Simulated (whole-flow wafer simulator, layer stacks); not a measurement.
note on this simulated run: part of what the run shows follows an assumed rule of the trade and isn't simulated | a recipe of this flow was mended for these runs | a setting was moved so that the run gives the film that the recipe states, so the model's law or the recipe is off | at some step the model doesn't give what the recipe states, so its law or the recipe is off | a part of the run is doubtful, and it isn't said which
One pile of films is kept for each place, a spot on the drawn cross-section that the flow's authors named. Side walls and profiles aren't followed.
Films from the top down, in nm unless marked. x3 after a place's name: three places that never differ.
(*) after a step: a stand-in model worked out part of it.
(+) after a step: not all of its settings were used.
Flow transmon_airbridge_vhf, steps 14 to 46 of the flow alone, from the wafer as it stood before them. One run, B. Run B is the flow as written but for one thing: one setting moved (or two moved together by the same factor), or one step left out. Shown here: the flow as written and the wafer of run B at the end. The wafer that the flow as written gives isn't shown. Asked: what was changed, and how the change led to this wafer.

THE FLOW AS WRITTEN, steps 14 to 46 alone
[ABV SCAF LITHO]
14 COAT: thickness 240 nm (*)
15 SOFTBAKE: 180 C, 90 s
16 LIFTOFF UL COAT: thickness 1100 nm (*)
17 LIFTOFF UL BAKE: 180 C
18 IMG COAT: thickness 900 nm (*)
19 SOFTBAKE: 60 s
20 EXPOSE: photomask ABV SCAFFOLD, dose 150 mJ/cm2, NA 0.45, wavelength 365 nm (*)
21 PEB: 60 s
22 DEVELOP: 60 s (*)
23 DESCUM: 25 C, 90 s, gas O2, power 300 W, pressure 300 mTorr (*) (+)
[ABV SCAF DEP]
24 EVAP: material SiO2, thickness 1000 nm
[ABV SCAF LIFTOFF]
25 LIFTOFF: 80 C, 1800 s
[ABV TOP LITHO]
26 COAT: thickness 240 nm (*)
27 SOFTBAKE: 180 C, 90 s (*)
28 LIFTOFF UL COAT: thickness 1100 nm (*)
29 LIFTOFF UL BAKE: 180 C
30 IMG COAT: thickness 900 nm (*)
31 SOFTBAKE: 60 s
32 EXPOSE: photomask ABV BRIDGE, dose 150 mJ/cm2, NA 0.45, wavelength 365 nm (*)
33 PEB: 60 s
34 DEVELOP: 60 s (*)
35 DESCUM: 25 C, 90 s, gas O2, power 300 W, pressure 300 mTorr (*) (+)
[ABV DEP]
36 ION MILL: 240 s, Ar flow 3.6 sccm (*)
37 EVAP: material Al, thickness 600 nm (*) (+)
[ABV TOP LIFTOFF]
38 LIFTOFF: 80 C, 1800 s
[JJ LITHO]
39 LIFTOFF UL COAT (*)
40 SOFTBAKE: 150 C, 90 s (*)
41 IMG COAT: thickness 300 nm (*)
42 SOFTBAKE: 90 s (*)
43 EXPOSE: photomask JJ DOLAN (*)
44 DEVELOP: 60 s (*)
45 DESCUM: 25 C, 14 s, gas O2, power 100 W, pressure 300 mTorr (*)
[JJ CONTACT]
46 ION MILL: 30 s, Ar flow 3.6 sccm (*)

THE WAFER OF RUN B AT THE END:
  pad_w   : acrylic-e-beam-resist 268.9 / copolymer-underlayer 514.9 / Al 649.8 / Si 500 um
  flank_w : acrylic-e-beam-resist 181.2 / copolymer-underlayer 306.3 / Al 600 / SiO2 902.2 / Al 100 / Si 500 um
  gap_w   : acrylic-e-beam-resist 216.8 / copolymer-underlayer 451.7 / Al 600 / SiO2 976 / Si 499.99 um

The cause: step 18, IMG COAT: thickness 450 nm was run, where the flow has thickness 900 nm.

How the change led to this, step by step:
  18 IMG COAT: thickness 900 nm (*)
      field x3, jj_line, trace_open_s x2, margin_s, bridge_strip, margin_n: i-line-resist +450 (new film) (as written it would be: i-line-resist +900 (new film))
      pad_w, pad_e: i-line-resist +444.4 (new film) (as written it would be: i-line-resist +894.3 (new film))
      (and at 6 more places)
  21 PEB: 60 s
      field x3, jj_line, trace_open_s x2, margin_s, bridge_strip, margin_n: i-line-resist -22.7 (as written it would be: i-line-resist -46.5)
      pad_w, pad_e: i-line-resist -22.4 (as written it would be: i-line-resist -46.2)
      (and at 6 more places)
  22 DEVELOP: 60 s (*)
      margin_s, bridge_strip, margin_n: i-line-resist -427.3 (all of it), lift-off-underlayer -1100 (all of it) (as written it would be: i-line-resist -853.5 (all of it), lift-off-underlayer -1100 (all of it))
      flank_w, flank_e: i-line-resist -433.6 (all of it), lift-off-underlayer -1084.6 (all of it) (as written it would be: i-line-resist -861.4 (all of it), lift-off-underlayer -1084.6 (all of it))
      (and at 3 more places)
  24 EVAP: material SiO2, thickness 1000 nm
      flank_w, flank_e: SiO2 +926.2 (new film) (as written it would be: SiO2 +905.8 (new film))
  25 LIFTOFF: 80 C, 1800 s
      field x3, jj_line, trace_open_s x2: SiO2 -1000 (all of it), i-line-resist -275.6 (all of it), lift-off-underlayer -1100 (all of it), acrylic-e-beam-resist -240 (all of it) (as written it would be: SiO2 -1000 (all of it), i-line-resist -701.8 (all of it), lift-off-underlayer -1100 (all of it), acrylic-e-beam-resist -240 (all of it))
      pad_w, pad_e: SiO2 -1000 (all of it), i-line-resist -270.2 (all of it), lift-off-underlayer -1089.9 (all of it), acrylic-e-beam-resist -239.3 (all of it) (as written it would be: SiO2 -1000 (all of it), i-line-resist -696.3 (all of it), lift-off-underlayer -1089.9 (all of it), acrylic-e-beam-resist -239.3 (all of it))
      (and at 1 more place)
  26 COAT: thickness 240 nm (*)
      flank_w, flank_e: acrylic-e-beam-resist +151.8 (new film) (as written it would be: acrylic-e-beam-resist +155.2 (new film))
  35 DESCUM: 25 C, 90 s, gas O2, power 300 W, pressure 300 mTorr (*) (+)
      flank_w, flank_e: acrylic-e-beam-resist -151.8 (all of it) (as written it would be: acrylic-e-beam-resist -155.2 (all of it))
  41 IMG COAT: thickness 300 nm (*)
      flank_w, flank_e: acrylic-e-beam-resist +212.7 (new film) (as written it would be: acrylic-e-beam-resist +217.1 (new film))
